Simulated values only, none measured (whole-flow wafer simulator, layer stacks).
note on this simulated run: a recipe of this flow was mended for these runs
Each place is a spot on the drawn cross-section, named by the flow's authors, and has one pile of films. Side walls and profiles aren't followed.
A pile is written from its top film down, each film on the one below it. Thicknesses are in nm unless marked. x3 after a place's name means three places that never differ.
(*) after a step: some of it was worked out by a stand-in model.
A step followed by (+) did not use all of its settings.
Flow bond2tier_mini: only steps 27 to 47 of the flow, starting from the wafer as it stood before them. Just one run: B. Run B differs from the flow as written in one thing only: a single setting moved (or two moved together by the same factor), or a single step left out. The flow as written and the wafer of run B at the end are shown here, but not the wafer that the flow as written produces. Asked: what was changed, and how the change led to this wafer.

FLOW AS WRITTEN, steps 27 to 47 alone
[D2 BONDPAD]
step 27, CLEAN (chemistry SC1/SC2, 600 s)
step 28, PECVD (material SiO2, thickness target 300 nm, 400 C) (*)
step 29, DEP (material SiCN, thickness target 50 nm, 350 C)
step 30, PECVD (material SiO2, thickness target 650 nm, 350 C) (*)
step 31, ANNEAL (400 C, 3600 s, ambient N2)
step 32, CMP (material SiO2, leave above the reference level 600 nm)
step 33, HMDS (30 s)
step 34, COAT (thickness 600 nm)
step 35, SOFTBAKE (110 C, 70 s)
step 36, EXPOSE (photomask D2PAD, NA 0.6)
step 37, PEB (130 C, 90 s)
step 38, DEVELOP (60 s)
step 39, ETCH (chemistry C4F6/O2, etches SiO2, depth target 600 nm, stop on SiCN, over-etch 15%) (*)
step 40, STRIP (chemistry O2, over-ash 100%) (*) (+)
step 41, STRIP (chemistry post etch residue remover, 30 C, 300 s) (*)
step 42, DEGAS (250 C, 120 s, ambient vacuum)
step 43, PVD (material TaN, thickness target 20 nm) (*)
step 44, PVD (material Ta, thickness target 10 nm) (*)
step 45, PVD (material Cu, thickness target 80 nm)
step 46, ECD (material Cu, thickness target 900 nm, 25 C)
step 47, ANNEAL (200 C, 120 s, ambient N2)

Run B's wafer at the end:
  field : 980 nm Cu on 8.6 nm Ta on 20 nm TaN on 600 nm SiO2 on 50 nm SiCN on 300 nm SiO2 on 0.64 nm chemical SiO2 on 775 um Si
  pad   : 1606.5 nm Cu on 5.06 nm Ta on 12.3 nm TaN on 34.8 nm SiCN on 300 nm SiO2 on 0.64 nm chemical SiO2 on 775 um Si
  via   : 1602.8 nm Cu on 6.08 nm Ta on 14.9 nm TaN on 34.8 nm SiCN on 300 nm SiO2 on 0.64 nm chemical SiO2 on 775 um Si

Cause: step 44, PVD: thickness target 8.6 nm was run, while the flow as written has thickness target 10 nm.
The wafer itself shows it: field has Ta 8.6, and step 44 as written asks for 10 nm.

The path from the change to this, step by step:
  step 44, PVD (material Ta, thickness target 10 nm) (*)
      field: +8.6 Ta (new film) (as written it would have been: +10 Ta (new film))
      pad: +5.06 Ta (new film) (as written it would have been: +5.88 Ta (new film))
      (and at 1 other place as well)
